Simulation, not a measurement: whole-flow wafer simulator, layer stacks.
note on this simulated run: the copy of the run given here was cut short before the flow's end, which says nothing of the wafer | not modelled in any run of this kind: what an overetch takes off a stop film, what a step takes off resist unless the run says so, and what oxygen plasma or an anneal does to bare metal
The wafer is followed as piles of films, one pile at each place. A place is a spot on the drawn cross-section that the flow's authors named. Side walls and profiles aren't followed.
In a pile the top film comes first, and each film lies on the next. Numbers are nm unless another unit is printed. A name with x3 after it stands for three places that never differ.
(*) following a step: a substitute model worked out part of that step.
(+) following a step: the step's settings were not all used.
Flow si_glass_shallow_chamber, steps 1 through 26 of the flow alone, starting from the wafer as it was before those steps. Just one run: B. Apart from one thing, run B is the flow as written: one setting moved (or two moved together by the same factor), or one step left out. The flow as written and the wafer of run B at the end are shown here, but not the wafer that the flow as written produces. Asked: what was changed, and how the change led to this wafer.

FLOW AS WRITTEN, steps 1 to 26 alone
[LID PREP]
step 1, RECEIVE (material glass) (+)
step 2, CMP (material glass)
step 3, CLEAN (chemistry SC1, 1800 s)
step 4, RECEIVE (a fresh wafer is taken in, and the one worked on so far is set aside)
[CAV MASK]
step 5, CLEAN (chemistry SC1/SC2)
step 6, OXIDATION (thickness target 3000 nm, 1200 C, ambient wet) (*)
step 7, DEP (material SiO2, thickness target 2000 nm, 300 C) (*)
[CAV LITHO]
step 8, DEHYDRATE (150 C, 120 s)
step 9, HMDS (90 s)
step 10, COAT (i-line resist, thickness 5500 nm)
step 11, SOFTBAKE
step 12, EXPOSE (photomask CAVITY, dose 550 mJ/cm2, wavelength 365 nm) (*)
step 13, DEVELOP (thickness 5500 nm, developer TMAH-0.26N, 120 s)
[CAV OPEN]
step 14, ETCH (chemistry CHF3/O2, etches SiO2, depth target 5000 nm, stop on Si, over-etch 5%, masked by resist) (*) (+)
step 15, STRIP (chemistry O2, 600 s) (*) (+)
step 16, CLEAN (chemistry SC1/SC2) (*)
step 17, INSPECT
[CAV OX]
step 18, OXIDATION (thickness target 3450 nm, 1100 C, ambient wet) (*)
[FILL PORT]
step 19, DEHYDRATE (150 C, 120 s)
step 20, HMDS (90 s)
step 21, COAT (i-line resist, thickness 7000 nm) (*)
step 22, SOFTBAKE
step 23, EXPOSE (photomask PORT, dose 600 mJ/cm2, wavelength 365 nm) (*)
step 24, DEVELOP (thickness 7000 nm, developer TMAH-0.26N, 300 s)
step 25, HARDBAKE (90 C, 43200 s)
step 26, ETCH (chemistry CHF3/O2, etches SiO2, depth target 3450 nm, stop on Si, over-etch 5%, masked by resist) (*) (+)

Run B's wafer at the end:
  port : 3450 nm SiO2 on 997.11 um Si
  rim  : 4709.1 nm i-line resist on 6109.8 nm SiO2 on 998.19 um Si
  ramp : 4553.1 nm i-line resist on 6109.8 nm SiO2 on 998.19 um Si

What caused this: step 26, ETCH: chemistry CHF3/O2, etches SiO2, depth target 3450 nm, stop on Si, over-etch 5%, masked by resist (*) (+), was not run.

Step by step, how the change led to this:
  (no step that both runs have acts differently)
